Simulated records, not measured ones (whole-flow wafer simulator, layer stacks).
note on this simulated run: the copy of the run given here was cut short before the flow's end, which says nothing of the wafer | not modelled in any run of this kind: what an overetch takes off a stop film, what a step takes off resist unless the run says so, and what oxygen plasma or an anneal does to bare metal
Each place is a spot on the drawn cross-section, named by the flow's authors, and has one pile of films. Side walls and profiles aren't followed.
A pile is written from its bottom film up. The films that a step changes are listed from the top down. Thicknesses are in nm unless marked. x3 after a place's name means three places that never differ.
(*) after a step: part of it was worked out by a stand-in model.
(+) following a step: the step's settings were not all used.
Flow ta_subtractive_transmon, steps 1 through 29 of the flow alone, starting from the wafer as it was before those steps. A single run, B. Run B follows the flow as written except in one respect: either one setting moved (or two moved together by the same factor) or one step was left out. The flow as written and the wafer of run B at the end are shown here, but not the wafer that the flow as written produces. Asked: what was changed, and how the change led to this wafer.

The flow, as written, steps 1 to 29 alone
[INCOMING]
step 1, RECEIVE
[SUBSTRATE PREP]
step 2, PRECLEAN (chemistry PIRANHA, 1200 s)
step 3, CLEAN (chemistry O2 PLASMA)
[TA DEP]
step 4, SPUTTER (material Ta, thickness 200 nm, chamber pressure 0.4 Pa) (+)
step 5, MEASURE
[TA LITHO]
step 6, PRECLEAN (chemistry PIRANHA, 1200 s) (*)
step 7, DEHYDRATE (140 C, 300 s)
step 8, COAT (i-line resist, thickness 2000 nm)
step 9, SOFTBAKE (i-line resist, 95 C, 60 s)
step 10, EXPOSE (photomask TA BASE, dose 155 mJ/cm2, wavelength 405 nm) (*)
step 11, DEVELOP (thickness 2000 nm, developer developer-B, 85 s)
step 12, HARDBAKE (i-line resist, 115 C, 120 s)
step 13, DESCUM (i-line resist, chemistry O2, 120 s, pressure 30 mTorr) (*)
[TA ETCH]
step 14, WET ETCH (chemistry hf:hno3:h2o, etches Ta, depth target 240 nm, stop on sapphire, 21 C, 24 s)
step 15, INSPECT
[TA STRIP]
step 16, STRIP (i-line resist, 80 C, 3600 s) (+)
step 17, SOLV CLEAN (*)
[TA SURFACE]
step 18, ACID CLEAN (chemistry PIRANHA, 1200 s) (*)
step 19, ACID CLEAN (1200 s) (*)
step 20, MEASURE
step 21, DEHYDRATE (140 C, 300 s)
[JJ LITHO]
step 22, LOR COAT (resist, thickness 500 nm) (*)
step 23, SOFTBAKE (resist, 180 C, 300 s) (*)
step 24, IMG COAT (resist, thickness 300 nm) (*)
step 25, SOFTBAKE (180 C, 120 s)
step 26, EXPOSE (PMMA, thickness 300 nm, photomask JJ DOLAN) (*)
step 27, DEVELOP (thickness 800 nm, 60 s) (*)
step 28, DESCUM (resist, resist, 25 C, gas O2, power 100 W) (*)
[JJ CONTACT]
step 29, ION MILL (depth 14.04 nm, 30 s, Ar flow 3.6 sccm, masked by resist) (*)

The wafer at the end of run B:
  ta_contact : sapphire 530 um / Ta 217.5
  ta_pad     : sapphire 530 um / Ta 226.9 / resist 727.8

What caused this: step 4, SPUTTER: thickness 227.2 nm was run, whereas the flow has thickness 200 nm.

Step by step, how the change led to this:
  step 4, SPUTTER (material Ta, thickness 200 nm, chamber pressure 0.4 Pa) (+)
      field x2, jj_line, lead, ta_contact, ta_pad: Ta gains 227.2 (new film) (it would be, as written: Ta gains 200 (new film))
  step 14, WET ETCH (chemistry hf:hno3:h2o, etches Ta, depth target 240 nm, stop on sapphire, 21 C, 24 s)
      field x2, jj_line, lead: Ta loses 227.2 (all of it) (it would be, as written: Ta loses 200 (all of it))
